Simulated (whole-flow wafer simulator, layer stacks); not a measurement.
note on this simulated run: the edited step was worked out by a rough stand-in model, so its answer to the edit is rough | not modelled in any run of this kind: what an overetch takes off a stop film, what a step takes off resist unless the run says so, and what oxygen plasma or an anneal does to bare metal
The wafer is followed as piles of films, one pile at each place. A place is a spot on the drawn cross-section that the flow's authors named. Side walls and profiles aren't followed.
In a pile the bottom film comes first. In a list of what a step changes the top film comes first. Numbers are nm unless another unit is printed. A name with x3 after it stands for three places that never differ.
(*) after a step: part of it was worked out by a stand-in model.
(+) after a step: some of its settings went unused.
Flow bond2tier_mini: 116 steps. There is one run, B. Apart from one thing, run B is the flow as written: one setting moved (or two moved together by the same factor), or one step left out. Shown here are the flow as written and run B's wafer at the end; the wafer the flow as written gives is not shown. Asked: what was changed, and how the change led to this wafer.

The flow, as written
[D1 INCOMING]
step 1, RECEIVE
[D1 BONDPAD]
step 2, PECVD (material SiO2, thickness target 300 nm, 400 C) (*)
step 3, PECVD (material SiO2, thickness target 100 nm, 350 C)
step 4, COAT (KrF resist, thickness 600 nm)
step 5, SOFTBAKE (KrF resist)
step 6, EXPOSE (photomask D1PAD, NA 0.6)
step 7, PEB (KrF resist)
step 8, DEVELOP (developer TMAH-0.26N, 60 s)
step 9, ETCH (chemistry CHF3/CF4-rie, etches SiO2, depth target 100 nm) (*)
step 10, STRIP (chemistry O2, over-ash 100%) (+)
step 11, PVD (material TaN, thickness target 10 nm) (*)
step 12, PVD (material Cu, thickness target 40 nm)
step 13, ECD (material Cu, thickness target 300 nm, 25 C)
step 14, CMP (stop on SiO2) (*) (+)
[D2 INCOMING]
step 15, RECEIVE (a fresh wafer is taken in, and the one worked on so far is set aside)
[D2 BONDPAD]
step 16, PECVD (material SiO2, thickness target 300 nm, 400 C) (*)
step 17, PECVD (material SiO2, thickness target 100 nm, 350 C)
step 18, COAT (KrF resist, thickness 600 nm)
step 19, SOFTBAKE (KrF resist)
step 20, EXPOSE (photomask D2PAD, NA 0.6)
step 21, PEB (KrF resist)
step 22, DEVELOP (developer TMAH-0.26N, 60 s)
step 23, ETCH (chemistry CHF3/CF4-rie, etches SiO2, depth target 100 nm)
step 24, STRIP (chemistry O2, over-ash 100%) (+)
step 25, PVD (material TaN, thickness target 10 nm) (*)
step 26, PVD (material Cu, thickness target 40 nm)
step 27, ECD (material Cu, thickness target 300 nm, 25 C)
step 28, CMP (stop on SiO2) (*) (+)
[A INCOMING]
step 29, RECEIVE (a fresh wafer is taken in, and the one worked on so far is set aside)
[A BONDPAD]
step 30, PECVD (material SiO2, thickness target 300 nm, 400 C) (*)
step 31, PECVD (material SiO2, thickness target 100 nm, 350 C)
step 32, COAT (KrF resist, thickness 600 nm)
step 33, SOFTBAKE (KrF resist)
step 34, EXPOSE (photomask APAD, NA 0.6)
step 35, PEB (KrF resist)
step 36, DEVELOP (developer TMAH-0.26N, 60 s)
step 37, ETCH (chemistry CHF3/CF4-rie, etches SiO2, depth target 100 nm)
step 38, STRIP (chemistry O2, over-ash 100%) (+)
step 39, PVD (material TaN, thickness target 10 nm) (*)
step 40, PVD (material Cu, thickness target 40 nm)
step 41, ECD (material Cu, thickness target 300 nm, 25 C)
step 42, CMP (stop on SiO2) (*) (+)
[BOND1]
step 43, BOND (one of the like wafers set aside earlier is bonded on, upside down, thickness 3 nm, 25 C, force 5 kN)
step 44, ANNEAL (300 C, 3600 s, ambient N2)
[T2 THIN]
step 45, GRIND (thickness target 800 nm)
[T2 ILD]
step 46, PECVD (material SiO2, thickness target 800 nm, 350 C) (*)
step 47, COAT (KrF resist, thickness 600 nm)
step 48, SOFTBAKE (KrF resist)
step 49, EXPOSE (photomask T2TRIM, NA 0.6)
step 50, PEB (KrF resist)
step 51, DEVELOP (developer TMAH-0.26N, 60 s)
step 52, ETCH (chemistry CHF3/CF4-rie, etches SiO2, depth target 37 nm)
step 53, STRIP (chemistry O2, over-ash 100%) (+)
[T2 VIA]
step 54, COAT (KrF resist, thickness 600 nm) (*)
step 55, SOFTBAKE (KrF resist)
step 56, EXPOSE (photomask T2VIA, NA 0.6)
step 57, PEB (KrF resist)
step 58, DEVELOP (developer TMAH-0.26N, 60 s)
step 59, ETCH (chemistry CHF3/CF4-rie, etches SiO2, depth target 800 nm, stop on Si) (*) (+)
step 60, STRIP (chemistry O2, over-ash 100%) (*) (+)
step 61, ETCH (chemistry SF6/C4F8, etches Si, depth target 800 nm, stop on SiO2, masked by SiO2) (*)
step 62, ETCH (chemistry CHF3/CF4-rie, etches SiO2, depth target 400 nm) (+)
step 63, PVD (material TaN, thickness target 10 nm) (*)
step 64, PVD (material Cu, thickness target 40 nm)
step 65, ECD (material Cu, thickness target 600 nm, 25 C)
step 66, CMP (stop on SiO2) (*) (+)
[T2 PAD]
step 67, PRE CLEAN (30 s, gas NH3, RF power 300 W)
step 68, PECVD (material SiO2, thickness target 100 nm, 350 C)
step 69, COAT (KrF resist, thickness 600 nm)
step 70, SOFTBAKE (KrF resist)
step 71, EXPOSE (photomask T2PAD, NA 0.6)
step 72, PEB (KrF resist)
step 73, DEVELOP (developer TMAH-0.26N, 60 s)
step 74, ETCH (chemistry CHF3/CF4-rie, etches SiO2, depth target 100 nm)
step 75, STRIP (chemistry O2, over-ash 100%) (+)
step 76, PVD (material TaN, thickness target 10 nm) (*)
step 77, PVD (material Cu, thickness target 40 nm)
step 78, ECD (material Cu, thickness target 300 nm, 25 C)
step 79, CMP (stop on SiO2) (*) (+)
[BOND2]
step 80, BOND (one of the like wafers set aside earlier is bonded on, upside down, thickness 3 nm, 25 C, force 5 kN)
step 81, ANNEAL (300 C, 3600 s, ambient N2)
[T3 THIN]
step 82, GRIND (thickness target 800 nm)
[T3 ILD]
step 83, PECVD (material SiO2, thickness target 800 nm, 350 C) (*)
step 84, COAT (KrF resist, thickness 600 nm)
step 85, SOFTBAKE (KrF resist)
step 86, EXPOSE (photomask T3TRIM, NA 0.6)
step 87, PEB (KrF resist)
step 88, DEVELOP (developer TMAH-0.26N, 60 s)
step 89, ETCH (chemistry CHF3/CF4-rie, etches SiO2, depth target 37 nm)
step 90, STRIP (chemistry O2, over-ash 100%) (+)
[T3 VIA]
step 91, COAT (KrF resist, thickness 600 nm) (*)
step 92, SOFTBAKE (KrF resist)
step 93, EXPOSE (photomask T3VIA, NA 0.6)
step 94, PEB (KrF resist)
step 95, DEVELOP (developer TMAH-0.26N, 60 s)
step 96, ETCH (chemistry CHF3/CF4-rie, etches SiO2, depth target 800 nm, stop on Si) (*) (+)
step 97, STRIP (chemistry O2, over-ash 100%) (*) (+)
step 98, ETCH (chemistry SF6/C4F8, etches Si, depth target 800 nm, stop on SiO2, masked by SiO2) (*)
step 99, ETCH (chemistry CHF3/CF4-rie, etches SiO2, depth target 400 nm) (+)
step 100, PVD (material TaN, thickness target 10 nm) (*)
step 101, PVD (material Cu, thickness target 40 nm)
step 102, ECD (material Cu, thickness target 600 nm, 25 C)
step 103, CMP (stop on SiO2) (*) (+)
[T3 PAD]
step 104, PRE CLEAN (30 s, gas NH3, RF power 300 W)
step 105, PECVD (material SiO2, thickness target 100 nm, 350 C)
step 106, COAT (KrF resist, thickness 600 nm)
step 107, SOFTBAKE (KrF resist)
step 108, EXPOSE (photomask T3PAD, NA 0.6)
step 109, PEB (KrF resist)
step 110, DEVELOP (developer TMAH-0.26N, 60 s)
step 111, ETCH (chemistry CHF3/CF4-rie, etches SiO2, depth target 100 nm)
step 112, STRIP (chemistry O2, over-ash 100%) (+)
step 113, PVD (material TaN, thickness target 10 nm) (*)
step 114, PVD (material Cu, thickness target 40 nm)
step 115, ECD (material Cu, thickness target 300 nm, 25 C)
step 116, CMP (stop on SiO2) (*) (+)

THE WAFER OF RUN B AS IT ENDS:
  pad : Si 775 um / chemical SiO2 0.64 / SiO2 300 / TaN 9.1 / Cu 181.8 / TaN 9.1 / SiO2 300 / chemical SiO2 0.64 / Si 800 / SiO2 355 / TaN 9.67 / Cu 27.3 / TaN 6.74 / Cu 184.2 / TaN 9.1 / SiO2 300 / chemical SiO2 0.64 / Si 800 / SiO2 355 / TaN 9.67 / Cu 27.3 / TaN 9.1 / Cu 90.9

What caused this: step 76, PVD: thickness target 7.4 nm was run, while the flow as written has thickness target 10 nm.

Step by step, how the change led to this:
  step 76, PVD (material TaN, thickness target 10 nm) (*)
      field: +7.4 TaN (new film) (in the flow as written it would be: +10 TaN (new film))
      pad: +6.74 TaN (new film) (in the flow as written it would be: +9.1 TaN (new film))
  step 79, CMP (stop on SiO2) (*) (+)
      field: -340 Cu (all of it), -7.4 TaN (all of it) (in the flow as written it would be: -340 Cu (all of it), -10 TaN (all of it))
